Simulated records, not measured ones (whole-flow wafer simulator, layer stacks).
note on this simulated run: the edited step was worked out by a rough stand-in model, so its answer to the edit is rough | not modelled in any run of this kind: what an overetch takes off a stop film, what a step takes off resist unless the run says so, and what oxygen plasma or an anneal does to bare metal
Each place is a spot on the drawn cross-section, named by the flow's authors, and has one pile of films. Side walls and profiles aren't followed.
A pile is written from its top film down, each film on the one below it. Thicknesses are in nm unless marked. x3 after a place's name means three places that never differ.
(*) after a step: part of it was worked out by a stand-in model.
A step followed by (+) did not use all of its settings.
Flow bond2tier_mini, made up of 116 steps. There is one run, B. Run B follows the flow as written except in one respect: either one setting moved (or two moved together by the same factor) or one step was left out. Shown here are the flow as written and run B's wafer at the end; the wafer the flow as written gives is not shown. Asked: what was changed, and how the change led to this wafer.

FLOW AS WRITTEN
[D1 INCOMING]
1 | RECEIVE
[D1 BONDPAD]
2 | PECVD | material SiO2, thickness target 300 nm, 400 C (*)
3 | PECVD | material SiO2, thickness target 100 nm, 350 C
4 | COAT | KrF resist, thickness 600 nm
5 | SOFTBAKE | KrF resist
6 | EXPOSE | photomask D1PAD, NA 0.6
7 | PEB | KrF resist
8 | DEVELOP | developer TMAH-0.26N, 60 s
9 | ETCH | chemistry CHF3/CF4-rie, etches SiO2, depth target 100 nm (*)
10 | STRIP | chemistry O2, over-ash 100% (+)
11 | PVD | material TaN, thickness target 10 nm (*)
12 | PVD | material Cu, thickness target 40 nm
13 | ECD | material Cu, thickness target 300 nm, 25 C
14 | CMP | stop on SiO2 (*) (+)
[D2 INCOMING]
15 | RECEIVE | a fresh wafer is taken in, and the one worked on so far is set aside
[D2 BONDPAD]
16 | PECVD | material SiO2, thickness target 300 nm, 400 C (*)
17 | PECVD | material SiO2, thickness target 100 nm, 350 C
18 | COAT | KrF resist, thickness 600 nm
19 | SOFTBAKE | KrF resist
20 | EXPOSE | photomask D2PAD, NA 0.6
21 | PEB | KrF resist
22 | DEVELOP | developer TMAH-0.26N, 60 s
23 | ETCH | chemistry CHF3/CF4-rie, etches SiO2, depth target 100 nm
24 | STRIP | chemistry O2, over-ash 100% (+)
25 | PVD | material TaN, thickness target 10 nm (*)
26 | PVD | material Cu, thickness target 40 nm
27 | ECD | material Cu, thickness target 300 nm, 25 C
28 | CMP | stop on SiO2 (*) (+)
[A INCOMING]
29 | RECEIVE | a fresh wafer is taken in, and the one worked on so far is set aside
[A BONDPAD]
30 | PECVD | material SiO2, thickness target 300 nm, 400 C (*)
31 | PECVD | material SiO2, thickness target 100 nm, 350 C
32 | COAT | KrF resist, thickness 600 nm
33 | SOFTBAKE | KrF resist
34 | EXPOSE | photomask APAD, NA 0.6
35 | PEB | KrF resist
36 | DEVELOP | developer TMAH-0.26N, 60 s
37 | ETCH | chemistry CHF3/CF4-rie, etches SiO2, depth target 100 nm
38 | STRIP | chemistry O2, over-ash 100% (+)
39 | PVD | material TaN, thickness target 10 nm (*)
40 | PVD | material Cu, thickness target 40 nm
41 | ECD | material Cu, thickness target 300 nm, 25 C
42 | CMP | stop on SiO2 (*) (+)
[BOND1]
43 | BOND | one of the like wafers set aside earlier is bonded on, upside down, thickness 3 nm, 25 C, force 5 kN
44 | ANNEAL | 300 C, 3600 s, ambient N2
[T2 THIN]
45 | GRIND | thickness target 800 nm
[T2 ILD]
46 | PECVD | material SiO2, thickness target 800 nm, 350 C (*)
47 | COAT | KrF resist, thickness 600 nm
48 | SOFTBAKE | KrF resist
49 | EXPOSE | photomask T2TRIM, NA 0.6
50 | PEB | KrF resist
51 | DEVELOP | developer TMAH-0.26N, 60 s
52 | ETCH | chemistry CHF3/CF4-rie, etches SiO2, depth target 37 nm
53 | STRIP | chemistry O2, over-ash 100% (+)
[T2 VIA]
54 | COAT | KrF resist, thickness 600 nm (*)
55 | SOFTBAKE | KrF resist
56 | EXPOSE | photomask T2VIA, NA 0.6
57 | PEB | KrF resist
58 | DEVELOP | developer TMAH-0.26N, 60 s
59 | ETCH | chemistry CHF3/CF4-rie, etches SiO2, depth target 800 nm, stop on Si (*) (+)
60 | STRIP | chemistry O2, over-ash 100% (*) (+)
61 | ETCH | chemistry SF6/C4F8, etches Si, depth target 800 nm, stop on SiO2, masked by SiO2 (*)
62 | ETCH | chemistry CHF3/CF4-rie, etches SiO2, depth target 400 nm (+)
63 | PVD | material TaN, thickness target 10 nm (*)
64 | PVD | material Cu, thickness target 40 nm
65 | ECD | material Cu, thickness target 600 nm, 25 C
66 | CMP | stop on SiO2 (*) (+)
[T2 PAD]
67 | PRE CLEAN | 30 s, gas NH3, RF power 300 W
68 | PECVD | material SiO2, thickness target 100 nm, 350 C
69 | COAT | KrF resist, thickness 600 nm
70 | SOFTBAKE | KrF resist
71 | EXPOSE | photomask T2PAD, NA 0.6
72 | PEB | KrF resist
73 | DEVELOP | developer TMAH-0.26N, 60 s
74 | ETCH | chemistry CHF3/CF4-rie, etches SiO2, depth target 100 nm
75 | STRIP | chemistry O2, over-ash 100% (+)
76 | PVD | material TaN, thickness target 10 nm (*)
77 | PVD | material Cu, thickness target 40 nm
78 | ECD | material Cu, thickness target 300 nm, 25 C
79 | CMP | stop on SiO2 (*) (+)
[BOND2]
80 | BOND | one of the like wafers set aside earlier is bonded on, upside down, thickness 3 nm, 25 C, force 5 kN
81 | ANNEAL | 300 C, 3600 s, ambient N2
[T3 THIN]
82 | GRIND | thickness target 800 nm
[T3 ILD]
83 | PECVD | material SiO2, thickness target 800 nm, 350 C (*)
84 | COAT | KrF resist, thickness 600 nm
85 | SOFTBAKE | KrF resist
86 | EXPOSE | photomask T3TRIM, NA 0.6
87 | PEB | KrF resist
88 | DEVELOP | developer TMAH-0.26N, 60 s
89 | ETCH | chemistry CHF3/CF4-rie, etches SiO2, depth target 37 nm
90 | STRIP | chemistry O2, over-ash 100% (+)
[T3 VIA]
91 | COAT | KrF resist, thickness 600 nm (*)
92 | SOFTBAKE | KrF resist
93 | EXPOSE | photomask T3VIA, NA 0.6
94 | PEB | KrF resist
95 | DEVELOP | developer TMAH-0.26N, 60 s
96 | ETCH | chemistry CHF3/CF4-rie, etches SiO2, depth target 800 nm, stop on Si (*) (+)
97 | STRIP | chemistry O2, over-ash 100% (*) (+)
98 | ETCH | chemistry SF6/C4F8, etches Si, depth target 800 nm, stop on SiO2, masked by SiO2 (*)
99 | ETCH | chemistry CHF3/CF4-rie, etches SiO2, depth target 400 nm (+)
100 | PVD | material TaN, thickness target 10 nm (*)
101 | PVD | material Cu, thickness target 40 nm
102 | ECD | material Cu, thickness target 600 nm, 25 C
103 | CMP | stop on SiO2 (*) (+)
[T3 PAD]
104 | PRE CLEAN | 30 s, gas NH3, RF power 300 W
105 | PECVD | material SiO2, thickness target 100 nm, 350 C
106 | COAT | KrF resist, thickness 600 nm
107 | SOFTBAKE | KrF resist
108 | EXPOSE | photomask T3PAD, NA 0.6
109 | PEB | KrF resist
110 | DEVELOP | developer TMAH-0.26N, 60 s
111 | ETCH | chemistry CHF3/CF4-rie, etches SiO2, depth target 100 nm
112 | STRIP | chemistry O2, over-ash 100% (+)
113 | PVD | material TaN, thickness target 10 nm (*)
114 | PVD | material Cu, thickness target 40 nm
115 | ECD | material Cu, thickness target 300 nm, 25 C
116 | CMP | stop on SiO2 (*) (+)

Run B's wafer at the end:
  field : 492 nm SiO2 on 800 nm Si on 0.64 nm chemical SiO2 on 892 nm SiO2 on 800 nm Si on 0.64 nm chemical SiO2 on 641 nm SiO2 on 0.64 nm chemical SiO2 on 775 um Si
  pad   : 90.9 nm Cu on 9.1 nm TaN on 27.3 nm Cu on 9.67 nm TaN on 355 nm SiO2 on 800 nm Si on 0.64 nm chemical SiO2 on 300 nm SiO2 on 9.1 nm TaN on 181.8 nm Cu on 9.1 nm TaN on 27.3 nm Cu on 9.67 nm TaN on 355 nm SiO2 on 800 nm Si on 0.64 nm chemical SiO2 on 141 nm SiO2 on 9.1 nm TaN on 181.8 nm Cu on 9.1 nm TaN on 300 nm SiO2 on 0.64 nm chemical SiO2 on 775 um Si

The reason: step 2, PECVD: thickness target 141 nm was run, while the flow as written has thickness target 300 nm.
The wafer itself shows it: pad has SiO2 141, and step 2 as written asks for 300 nm.

The path from the change to this, step by step:
  2 | PECVD | material SiO2, thickness target 300 nm, 400 C (*)
      field, pad, via: SiO2 gains 141 (new film) (it would be, as written: SiO2 gains 300 (new film))
  43 | BOND | one of the like wafers set aside earlier is bonded on, upside down, thickness 3 nm, 25 C, force 5 kN
      field: Si gains 775 um (new film), chemical SiO2 gains 0.64 (new film), SiO2 gains 241 (it would be, as written: Si gains 775 um (new film), chemical SiO2 gains 0.64 (new film), SiO2 gains 400)
      pad: Si gains 775 um (new film), chemical SiO2 gains 0.64 (new film), SiO2 gains 141 (new film), TaN gains 9.1 (new film), Cu gains 90.9 (it would be, as written: Si gains 775 um (new film), chemical SiO2 gains 0.64 (new film), SiO2 gains 300 (new film), TaN gains 9.1 (new film), Cu gains 90.9)
      (and at 1 other place as well)
